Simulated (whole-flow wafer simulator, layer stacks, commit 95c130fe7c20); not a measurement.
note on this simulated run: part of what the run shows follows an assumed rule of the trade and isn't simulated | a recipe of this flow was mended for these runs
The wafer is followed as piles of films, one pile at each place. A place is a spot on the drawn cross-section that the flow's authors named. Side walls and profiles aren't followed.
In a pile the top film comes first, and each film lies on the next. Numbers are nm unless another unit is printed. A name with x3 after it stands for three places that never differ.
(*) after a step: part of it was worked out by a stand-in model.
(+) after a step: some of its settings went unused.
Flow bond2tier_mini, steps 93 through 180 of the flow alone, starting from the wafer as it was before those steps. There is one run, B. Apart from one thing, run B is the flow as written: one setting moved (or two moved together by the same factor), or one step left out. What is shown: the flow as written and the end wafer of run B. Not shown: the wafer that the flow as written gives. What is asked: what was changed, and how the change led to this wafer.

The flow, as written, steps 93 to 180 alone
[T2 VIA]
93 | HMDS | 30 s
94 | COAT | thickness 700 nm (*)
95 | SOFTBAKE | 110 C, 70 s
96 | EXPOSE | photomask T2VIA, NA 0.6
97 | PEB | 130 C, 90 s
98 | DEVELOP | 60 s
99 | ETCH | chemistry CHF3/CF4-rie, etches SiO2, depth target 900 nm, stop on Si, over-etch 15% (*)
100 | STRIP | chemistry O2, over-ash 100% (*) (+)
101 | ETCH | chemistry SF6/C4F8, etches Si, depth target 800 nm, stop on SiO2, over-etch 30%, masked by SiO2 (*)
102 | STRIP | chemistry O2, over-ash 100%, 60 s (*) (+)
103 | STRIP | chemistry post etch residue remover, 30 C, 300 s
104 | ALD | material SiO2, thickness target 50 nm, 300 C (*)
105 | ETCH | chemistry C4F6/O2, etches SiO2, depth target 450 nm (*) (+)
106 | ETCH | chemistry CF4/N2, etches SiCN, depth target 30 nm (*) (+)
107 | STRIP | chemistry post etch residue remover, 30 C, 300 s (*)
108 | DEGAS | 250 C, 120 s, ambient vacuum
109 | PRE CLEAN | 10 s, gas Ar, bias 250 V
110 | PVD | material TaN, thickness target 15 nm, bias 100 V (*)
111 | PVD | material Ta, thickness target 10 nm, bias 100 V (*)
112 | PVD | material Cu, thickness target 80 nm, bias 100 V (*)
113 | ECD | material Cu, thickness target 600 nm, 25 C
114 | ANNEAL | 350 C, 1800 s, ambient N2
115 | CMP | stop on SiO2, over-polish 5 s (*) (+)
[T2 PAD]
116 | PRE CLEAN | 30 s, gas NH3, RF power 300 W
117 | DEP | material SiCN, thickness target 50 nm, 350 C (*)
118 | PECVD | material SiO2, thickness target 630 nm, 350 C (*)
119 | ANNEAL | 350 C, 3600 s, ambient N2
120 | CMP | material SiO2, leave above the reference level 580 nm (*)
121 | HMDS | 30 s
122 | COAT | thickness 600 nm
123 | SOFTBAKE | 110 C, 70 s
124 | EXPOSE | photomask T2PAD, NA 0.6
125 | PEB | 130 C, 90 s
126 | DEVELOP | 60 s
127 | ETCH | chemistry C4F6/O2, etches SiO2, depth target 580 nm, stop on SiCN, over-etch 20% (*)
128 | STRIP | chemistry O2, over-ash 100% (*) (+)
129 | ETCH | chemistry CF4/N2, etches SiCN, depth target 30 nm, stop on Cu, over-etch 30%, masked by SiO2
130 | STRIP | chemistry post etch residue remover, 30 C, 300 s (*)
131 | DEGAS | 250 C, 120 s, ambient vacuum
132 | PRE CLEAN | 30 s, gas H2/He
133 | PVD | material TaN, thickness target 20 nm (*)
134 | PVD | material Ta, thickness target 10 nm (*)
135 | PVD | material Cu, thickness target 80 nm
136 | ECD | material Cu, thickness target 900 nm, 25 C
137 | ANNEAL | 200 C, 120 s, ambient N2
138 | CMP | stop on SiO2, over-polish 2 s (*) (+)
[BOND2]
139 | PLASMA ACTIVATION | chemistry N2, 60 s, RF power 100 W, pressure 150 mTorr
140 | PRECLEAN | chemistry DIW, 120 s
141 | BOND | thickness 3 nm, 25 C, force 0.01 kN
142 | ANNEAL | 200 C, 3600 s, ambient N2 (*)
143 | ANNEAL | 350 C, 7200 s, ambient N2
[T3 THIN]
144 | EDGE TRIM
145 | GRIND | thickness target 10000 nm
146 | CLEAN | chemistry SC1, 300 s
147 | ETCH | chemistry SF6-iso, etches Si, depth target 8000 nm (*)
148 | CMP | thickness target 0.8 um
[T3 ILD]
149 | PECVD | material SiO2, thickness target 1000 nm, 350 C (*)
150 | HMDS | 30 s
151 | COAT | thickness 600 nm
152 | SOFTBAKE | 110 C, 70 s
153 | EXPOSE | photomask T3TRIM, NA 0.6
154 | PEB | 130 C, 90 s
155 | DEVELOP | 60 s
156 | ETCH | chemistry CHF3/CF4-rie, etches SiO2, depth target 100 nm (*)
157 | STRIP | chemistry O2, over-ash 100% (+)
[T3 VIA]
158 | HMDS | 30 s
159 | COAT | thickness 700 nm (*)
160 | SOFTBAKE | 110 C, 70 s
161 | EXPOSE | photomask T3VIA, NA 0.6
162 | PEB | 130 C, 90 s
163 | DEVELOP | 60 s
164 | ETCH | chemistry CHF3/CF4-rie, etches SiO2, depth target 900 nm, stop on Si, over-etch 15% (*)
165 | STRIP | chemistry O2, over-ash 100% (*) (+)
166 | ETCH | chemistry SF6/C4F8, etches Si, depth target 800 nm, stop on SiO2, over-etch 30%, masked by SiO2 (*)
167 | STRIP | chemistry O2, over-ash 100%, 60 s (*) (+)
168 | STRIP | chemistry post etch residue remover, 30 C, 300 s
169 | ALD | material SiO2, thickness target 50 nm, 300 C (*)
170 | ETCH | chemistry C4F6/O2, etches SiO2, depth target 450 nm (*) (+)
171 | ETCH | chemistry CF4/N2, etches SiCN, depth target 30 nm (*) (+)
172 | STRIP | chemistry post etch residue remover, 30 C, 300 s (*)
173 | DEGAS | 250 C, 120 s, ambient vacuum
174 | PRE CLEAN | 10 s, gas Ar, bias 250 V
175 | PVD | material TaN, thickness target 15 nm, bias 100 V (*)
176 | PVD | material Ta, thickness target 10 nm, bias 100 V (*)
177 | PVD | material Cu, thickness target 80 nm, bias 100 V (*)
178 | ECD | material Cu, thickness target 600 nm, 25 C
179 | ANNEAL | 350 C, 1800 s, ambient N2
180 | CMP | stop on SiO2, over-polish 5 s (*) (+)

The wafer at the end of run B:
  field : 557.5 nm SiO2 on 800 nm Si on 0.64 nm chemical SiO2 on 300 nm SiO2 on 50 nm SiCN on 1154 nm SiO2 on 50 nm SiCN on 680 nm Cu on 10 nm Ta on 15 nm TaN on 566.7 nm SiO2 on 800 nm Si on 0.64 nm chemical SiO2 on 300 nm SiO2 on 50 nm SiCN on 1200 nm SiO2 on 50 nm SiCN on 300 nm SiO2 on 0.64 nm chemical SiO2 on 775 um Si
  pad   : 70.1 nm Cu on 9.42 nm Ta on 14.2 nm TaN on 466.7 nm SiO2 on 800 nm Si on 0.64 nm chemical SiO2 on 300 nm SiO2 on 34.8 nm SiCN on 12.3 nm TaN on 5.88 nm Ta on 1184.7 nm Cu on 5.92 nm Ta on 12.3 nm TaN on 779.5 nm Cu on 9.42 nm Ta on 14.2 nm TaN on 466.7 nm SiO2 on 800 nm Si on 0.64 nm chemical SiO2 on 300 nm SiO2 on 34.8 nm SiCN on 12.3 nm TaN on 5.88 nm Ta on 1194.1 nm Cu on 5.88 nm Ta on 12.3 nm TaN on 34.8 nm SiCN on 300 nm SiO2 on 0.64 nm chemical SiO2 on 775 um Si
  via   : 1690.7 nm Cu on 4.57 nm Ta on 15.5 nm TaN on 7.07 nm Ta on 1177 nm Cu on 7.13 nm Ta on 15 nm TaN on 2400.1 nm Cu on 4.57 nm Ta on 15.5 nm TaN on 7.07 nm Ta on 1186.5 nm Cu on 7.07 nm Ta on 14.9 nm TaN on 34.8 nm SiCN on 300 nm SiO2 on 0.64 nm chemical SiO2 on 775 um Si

What caused this: step 115, CMP: stop on SiO2, over-polish 5 s (*) (+), was omitted.

The path from the change to this, step by step:
  120 | CMP | material SiO2, leave above the reference level 580 nm (*)
      field: SiO2 loses 50 (it would be, as written: SiO2 loses 47.1)
Taking metal films that touch as one body, field has 1 body; the flow as written gives 0 bodies.
